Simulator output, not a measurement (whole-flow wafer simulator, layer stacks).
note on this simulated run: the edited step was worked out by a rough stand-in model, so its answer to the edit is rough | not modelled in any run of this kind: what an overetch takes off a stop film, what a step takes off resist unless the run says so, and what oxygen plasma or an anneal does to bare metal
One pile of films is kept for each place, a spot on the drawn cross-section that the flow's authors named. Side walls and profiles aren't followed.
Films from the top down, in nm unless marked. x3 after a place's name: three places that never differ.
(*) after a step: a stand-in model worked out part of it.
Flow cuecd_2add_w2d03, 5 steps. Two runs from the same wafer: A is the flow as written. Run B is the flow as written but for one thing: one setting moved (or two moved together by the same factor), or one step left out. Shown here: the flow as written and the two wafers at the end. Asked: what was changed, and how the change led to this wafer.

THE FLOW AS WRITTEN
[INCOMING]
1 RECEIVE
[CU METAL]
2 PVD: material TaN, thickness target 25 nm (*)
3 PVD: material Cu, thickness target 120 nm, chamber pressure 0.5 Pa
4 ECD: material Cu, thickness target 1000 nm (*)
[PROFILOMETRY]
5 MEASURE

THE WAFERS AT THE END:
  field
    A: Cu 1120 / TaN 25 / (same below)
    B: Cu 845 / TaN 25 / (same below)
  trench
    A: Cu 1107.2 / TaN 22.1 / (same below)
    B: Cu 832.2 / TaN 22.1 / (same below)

The cause: step 4, ECD: thickness target 725 nm was run, where the flow has thickness target 1000 nm.

How the change led to this, step by step:
  4 ECD: material Cu, thickness target 1000 nm (*)
      field, trench: A Cu +1000 | B Cu +725
